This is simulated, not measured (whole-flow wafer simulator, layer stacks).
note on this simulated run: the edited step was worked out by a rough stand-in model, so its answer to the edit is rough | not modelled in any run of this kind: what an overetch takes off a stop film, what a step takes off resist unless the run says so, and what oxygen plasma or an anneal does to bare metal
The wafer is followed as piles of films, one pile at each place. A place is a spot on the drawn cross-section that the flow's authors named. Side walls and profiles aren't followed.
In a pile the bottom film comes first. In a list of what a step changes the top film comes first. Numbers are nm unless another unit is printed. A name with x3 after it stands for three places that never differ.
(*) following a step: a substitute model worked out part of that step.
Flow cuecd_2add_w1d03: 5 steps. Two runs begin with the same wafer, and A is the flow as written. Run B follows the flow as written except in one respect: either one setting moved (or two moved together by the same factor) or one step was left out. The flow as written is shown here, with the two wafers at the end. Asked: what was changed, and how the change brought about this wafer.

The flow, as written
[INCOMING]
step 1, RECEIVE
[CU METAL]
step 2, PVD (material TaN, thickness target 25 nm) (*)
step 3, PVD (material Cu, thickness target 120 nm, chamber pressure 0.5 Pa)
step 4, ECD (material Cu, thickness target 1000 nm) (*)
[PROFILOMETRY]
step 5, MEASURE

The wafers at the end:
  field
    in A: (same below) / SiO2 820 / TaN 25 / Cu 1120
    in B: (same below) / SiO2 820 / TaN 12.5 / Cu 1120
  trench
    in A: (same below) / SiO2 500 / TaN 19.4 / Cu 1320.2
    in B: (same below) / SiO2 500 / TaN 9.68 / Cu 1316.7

What caused this: step 2, PVD: thickness target 12.5 nm was run, though the flow has thickness target 25 nm.
The wafer lets one read it off: field has TaN 12.5, and step 2 as written asks for 25 nm.

How this came from the change, step by step:
  step 2, PVD (material TaN, thickness target 25 nm) (*)
      field: A +25 TaN (new film) | B +12.5 TaN (new film)
      trench: A +19.4 TaN (new film) | B +9.68 TaN (new film)
